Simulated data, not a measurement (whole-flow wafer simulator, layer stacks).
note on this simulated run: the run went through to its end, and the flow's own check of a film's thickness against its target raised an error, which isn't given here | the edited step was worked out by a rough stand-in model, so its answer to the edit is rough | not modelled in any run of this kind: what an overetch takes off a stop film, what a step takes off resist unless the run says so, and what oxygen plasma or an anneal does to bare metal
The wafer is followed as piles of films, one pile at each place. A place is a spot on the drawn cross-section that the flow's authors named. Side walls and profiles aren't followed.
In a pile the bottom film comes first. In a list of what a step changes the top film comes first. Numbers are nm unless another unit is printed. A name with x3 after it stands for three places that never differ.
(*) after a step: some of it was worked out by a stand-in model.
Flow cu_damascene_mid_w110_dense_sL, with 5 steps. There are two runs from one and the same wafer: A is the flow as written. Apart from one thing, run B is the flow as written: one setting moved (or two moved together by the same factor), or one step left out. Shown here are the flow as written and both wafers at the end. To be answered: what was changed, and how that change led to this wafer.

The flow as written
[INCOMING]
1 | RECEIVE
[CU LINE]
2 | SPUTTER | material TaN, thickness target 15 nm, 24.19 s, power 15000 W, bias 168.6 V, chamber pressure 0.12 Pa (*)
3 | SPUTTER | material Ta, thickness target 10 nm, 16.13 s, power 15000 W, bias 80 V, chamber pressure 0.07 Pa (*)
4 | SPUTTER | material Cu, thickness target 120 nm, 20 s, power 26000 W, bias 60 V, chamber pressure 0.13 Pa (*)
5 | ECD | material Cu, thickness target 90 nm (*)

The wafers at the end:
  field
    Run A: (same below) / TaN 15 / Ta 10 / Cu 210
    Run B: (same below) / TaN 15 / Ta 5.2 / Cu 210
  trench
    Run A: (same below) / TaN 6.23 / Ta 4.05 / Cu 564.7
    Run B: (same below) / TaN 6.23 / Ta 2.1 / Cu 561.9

What caused this: step 3, SPUTTER: thickness target 5.2 nm was run, while the flow as written has thickness target 10 nm; step 3, SPUTTER: 8.47 s was run, where the flow has 16.13 s.
The wafer lets one read it off: field has Ta 5.2, and step 3 as written asks for 10 nm.

Step by step, how the change led to this:
  3 | SPUTTER | material Ta, thickness target 10 nm, 16.13 s, power 15000 W, bias 80 V, chamber pressure 0.07 Pa (*)
      field: A +10 Ta (new film) | B +5.2 Ta (new film)
      trench: A +4.05 Ta (new film) | B +2.1 Ta (new film)
